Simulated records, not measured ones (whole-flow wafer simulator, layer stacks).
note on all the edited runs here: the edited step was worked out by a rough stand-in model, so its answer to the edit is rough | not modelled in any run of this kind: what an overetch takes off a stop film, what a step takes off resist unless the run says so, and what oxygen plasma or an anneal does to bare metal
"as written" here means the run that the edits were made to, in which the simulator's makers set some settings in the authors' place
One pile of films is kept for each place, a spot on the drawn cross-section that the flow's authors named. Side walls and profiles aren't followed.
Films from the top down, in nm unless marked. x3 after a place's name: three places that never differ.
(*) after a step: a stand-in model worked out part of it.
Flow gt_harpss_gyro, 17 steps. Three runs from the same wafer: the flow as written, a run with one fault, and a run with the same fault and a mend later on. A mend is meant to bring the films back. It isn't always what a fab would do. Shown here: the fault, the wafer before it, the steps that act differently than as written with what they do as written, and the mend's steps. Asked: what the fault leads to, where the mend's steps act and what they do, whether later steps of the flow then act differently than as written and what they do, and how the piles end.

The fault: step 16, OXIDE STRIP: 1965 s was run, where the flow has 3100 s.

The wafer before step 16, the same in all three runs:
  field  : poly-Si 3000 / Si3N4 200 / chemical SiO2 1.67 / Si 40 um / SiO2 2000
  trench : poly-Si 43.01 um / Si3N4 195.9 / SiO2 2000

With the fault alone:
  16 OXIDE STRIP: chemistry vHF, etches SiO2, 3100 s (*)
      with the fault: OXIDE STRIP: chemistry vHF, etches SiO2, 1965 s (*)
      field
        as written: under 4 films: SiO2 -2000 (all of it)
        with the fault: under 4 films: SiO2 -1524.3
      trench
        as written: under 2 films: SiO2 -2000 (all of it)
        with the fault: under 2 films: SiO2 -1524.3
  No later step of the flow acts differently than as written at any place that is followed.
  At the end the piles differ from the flow's by more than 2% or 0.5 nm, whichever is larger, at field, trench.
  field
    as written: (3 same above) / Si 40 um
    with the fault: (3 same above) / Si 40 um / SiO2 475.7
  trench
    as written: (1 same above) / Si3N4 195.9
    with the fault: (1 same above) / Si3N4 195.9 / SiO2 475.7

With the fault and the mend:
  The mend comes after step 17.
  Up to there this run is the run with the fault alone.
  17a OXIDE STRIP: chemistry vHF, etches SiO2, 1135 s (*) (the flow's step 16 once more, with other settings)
      field
        under 4 films: SiO2 -475.7 (all of it)
      trench
        under 2 films: SiO2 -475.7 (all of it)
  No later step of the flow acts differently than as written at any place that is followed.
  At the end the piles are the same as the flow's at every place that both follow.
